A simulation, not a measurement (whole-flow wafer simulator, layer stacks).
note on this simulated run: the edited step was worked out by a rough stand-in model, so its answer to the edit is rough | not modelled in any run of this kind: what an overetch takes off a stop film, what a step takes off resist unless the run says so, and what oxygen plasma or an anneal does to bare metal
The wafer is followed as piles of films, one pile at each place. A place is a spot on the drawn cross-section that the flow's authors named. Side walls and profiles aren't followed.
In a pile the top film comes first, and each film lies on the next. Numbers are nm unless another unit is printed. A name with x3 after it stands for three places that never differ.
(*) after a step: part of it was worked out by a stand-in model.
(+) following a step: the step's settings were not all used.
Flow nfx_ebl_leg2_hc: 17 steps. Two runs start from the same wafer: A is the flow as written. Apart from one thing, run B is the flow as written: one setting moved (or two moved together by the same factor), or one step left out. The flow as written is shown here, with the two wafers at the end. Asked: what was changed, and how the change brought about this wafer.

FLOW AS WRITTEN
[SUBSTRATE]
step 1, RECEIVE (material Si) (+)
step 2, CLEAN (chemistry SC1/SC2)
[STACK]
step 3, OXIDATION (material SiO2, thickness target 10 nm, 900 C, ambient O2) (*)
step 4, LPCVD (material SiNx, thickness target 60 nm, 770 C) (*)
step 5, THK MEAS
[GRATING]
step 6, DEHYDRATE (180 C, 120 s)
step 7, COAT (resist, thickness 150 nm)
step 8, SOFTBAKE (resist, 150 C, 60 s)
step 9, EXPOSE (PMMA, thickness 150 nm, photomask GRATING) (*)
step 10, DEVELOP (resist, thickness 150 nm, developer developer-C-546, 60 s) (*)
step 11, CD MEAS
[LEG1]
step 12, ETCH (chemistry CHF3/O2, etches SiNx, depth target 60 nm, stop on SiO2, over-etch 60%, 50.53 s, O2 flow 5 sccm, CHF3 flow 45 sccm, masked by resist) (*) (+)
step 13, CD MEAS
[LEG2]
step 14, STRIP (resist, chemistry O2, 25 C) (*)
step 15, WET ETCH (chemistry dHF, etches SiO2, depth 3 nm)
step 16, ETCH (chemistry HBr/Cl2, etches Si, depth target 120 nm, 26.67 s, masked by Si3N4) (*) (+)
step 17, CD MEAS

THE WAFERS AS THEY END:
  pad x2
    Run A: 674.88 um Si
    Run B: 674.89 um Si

What caused this: step 16, ETCH: depth target 102 nm was run, though the flow has depth target 120 nm.

The path from the change to this, step by step:
  step 16, ETCH (chemistry HBr/Cl2, etches Si, depth target 120 nm, 26.67 s, masked by Si3N4) (*) (+)
      pad x2: A Si loses 120 | B Si loses 102
